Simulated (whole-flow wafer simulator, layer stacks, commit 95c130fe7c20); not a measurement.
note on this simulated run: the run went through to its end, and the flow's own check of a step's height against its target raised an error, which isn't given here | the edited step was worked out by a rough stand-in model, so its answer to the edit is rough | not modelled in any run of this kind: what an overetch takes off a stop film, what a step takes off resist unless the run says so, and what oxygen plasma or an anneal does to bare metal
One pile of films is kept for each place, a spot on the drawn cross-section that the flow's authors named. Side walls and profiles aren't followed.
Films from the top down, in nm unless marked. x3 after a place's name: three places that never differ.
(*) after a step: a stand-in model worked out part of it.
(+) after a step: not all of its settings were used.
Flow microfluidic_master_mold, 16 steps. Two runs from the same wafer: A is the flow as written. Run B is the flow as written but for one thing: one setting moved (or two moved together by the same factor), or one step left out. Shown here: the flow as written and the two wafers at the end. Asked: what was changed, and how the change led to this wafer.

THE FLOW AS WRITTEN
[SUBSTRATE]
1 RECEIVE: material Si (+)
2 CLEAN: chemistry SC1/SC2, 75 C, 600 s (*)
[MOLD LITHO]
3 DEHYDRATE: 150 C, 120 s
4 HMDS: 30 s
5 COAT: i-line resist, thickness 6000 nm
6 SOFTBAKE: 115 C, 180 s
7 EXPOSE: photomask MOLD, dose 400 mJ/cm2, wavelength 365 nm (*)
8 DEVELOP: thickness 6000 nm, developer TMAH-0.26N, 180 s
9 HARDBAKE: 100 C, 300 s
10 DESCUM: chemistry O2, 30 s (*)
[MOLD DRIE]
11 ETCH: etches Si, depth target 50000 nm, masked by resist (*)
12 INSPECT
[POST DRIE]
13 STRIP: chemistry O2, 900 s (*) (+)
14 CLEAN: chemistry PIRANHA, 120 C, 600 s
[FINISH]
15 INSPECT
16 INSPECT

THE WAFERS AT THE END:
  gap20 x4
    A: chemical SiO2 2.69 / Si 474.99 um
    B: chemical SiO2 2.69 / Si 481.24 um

The cause: step 11, ETCH: depth target 43750 nm was run, where the flow has depth target 50000 nm.

How the change led to this, step by step:
  11 ETCH: etches Si, depth target 50000 nm, masked by resist (*)
      gap20 x4: A chemical SiO2 -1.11 (all of it), Si -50 um | B chemical SiO2 -1.11 (all of it), Si -43.75 um
      ridge: A i-line resist -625 | B i-line resist -546.9
